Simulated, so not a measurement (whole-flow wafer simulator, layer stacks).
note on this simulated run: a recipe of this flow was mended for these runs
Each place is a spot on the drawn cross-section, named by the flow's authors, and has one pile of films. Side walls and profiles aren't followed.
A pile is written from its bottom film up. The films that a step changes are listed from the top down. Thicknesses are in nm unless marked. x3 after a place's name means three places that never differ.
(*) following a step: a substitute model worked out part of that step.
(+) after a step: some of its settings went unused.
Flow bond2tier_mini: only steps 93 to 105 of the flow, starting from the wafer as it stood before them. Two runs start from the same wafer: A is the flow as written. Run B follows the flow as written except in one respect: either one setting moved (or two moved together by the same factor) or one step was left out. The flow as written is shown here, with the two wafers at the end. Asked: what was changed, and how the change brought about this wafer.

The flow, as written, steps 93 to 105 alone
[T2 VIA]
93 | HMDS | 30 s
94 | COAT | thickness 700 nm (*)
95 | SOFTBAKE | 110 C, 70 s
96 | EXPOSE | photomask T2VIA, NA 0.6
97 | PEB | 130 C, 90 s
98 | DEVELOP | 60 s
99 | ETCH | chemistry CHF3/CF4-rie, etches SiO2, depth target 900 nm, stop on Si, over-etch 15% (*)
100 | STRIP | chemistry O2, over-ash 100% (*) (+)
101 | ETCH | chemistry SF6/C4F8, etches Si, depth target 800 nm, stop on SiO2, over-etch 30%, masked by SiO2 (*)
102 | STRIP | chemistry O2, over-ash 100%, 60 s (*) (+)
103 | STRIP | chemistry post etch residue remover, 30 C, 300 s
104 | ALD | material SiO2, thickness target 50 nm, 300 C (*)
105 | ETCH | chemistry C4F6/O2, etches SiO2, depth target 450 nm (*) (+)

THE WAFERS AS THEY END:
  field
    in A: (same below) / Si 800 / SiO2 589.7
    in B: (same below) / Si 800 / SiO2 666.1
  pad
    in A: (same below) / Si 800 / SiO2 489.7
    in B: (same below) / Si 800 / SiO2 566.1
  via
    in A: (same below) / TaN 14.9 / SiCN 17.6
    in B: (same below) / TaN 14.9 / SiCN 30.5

Cause: step 105, ETCH: depth target 373.6 nm was run, though the flow has depth target 450 nm.

Step by step, how the change led to this:
  105 | ETCH | chemistry C4F6/O2, etches SiO2, depth target 450 nm (*) (+)
      field, pad: A -450 SiO2 | B -373.6 SiO2
      via: A -348.1 SiO2 (all of it), -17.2 SiCN | B -348.1 SiO2 (all of it), -4.29 SiCN
